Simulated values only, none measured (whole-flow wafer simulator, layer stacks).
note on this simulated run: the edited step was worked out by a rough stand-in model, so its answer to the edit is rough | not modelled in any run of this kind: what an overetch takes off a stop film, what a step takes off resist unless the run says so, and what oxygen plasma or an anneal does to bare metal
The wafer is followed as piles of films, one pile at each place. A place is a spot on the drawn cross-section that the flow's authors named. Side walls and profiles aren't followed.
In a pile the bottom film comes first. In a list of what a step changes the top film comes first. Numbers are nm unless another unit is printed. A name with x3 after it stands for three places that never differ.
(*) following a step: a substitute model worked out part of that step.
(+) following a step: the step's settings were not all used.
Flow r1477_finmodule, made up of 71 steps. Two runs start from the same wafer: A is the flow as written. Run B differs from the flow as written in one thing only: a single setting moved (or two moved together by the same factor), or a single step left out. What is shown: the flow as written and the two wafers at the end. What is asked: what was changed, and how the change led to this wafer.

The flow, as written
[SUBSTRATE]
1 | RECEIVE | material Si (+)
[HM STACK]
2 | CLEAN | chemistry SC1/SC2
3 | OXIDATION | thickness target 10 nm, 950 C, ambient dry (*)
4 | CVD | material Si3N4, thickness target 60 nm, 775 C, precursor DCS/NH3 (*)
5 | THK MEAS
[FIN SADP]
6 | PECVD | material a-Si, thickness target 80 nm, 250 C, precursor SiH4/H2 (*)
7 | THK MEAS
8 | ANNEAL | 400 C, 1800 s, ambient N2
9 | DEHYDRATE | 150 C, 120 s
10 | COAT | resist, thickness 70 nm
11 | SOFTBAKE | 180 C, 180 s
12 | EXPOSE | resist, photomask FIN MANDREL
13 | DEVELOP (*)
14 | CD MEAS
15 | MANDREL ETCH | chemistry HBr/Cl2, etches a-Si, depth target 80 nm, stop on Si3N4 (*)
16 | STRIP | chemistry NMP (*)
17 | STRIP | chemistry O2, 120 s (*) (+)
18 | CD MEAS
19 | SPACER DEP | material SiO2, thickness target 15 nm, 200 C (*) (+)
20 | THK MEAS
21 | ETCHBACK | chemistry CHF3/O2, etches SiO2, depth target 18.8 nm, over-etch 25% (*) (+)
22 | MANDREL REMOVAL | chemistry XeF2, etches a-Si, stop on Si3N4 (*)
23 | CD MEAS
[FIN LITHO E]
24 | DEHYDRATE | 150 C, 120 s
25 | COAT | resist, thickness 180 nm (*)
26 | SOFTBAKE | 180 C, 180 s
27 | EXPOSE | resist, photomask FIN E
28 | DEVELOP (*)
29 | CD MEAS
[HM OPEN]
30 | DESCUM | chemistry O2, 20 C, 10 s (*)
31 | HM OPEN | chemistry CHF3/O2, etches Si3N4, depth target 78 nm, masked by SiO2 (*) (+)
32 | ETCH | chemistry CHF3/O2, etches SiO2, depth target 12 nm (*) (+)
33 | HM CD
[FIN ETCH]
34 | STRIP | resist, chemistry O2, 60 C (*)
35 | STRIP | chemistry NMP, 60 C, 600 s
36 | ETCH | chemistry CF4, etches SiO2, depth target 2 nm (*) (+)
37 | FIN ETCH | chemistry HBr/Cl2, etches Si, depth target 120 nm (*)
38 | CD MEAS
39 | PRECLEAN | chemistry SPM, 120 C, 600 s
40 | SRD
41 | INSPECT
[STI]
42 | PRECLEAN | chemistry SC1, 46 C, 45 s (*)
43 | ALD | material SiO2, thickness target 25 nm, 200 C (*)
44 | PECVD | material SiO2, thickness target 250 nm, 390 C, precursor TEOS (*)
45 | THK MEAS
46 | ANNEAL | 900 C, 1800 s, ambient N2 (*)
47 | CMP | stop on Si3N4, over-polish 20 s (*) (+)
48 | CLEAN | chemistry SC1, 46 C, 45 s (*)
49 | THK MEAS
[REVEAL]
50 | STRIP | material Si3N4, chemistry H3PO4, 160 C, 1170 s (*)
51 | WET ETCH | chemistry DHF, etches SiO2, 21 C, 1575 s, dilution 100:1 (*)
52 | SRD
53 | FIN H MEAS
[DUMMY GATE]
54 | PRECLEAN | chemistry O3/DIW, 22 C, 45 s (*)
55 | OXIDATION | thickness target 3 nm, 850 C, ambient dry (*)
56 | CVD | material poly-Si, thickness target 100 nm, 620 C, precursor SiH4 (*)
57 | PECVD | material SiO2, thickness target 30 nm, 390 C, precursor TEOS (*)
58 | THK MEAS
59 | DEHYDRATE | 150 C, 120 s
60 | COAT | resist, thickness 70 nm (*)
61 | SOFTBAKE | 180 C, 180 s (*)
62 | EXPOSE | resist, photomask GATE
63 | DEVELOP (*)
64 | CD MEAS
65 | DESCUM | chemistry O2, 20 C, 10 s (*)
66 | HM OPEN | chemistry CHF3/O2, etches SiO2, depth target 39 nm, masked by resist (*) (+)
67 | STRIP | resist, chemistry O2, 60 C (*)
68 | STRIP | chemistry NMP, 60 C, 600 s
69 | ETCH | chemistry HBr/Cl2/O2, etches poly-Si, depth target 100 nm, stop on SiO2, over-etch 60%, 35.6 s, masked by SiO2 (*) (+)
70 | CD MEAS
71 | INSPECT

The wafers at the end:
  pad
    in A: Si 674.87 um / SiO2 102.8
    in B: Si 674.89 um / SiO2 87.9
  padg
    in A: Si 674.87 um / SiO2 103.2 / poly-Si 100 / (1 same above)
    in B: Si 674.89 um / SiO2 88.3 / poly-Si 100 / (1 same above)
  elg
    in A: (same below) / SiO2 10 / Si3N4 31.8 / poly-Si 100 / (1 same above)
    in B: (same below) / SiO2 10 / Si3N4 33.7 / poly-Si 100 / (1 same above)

What caused this: step 37, FIN ETCH: depth target 105 nm was run, while the flow as written has depth target 120 nm.

Step by step, how the change led to this:
  37 | FIN ETCH | chemistry HBr/Cl2, etches Si, depth target 120 nm (*)
      pad, padg, esg and 19 more: A -120 Si | B -105 Si
      elg, e40lg, e100lg, e200lg, elo, e40lo, e100lo, e200lo: A -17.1 Si3N4 | B -15 Si3N4
      (and at 6 other places as well)
  43 | ALD | material SiO2, thickness target 25 nm, 200 C (*)
      s40cg, s45cg, s50cg, s40co, s45co, s50co: A +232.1 SiO2 (new film) | B +218.3 SiO2 (new film)
      esg: A +194.3 SiO2 (new film) | B +181.4 SiO2 (new film)
  47 | CMP | stop on Si3N4, over-polish 20 s (*) (+)
      pad, padg, e40sg and 11 more: A -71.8 SiO2 | B -86.8 SiO2
      eso: A -72.4 SiO2 | B -87.4 SiO2
  51 | WET ETCH | chemistry DHF, etches SiO2, 21 C, 1575 s, dilution 100:1 (*)
      elg, e40lg, e100lg, e200lg, elo, e40lo, e100lo, e200lo: A -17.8 SiO2 (all of it), -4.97 Si3N4 | B -15.7 SiO2 (all of it), -5.14 Si3N4
  67 | STRIP | resist, chemistry O2, 60 C (*)
      e40sg: A -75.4 resist (all of it) | B -77.2 resist (all of it)
      e100sg: A -75.3 resist (all of it) | B -77.2 resist (all of it)
      (and at 1 other place as well)
